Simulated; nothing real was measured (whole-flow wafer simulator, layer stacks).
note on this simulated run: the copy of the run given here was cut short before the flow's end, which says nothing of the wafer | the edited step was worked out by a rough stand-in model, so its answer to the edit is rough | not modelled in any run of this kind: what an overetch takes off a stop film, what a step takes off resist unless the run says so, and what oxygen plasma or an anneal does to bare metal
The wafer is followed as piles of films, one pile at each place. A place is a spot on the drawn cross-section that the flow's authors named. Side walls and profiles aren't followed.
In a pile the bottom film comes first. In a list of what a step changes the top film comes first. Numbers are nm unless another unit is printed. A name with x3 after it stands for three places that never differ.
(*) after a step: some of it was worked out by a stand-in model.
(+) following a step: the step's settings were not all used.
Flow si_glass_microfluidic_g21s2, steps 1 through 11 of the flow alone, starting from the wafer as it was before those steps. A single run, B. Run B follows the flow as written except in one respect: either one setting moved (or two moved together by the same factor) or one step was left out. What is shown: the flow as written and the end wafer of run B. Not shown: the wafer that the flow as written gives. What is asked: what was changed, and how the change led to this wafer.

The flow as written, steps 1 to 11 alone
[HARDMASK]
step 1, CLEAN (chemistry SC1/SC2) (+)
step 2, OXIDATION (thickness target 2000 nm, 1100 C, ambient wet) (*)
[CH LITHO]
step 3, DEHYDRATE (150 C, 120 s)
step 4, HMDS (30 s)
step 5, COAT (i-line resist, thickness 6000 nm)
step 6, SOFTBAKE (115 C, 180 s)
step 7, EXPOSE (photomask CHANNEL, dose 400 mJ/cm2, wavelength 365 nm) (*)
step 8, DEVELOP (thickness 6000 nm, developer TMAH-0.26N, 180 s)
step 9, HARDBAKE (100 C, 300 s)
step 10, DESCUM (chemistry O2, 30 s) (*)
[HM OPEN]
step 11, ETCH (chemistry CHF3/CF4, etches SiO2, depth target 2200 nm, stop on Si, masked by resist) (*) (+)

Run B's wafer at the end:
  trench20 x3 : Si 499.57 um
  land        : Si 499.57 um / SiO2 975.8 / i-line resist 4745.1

The reason: step 2, OXIDATION: 935 C was run, though the flow has 1100 C.

Step by step, how the change led to this:
  step 2, OXIDATION (thickness target 2000 nm, 1100 C, ambient wet) (*)
      land, trench20 x3: +975.8 SiO2 (new film), -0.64 chemical SiO2 (all of it), -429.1 Si (as written it would have been: +2000 SiO2 (new film), -0.64 chemical SiO2 (all of it), -879.7 Si)
  step 11, ETCH (chemistry CHF3/CF4, etches SiO2, depth target 2200 nm, stop on Si, masked by resist) (*) (+)
      trench20 x3: -975.8 SiO2 (all of it) (as written it would have been: -2000 SiO2 (all of it))
      land: -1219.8 i-line resist (as written it would have been: -1833.3 i-line resist)
